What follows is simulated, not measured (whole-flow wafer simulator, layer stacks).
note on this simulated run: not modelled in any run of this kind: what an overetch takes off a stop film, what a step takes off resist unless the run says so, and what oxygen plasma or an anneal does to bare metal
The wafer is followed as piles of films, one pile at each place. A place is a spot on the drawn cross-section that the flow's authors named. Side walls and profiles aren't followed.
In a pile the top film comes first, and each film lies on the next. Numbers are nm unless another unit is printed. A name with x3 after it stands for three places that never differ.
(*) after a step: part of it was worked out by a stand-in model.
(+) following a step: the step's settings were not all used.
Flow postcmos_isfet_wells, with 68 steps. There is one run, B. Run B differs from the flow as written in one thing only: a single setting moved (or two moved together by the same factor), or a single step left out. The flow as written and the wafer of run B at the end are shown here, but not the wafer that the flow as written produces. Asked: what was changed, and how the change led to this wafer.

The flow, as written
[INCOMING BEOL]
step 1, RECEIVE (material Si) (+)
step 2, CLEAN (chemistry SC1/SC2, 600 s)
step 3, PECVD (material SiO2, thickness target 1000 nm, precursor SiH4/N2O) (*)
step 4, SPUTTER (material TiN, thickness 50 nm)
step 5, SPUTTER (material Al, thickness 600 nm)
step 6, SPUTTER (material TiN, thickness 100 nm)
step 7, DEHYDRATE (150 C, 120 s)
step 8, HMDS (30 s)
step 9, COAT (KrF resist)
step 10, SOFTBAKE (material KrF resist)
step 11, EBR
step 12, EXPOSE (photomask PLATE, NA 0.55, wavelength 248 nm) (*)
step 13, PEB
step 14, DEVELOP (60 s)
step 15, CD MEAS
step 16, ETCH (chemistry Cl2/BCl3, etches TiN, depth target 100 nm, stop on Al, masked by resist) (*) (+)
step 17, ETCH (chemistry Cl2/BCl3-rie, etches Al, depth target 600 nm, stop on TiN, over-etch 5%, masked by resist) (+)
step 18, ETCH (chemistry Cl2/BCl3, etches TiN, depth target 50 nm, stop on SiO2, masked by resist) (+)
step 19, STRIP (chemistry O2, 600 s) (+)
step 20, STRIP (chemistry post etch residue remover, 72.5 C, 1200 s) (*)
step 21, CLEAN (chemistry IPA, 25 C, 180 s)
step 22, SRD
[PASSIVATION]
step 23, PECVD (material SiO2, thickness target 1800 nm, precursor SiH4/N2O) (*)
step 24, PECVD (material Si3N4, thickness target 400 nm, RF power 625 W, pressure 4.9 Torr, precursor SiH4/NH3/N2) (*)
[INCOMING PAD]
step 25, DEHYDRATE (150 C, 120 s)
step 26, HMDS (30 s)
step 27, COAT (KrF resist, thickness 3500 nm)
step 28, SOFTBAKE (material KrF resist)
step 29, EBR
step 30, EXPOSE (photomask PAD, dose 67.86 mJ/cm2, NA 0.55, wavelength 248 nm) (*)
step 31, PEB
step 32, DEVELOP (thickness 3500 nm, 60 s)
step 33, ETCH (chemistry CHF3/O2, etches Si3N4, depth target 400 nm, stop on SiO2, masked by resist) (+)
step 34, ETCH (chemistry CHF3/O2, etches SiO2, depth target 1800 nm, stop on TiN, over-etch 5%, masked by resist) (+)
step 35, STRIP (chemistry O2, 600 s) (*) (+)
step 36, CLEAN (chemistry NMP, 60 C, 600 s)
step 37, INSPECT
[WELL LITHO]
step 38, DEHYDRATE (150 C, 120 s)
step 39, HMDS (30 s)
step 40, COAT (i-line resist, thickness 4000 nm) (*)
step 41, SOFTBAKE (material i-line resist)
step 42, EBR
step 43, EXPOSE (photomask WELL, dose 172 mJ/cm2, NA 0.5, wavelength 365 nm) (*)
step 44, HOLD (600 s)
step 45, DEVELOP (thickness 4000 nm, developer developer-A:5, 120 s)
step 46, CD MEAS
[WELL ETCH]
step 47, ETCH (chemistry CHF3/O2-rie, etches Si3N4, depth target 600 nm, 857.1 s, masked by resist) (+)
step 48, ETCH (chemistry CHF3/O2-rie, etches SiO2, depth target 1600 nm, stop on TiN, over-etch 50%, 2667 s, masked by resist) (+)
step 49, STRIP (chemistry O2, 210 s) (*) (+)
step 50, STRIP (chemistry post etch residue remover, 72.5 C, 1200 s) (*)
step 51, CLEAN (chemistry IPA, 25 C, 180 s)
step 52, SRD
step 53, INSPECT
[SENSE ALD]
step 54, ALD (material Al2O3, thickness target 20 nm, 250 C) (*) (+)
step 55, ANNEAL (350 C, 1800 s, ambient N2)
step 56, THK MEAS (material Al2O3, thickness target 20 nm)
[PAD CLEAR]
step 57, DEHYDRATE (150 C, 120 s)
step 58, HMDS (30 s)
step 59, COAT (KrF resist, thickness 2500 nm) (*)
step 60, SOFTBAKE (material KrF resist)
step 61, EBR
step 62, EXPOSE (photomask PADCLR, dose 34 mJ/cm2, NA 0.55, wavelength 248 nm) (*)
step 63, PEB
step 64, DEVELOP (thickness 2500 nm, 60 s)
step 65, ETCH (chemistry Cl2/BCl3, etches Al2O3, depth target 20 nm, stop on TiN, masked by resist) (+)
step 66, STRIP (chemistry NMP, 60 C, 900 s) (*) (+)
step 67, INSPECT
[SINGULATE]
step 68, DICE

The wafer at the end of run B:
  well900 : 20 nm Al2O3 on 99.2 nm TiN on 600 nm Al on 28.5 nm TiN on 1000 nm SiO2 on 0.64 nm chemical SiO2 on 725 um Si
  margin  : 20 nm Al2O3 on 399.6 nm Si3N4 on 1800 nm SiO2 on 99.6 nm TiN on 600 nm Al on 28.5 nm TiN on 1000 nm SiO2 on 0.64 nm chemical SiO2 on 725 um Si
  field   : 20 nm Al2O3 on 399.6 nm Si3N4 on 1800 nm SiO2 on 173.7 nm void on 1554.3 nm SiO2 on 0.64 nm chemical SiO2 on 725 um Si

What caused this: step 4, SPUTTER: thickness 28.5 nm was run, while the flow as written has thickness 50 nm.
One can read it off the wafer: well900 has TiN 28.5, and step 4 as written asks for 50 nm.

The path from the change to this, step by step:
  step 4, SPUTTER (material TiN, thickness 50 nm)
      field, margin, well900, well1300 x3, pad_rim, pad_clr, pad_open: TiN gains 28.5 (new film) (it would be, as written: TiN gains 50 (new film))
  step 18, ETCH (chemistry Cl2/BCl3, etches TiN, depth target 50 nm, stop on SiO2, masked by resist) (+)
      margin, well900, well1300 x3, pad_rim, pad_clr, pad_open: KrF resist loses 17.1 (it would be, as written: KrF resist loses 20)
      field: TiN loses 28.5 (all of it) (it would be, as written: TiN loses 50 (all of it))
  step 23, PECVD (material SiO2, thickness target 1800 nm, precursor SiH4/N2O) (*)
      field: SiO2 gains 1800 (new film), void gains 173.7 (new film), SiO2 gains 554.3 (it would be, as written: SiO2 gains 1800 (new film), void gains 189.9 (new film), SiO2 gains 559.7)
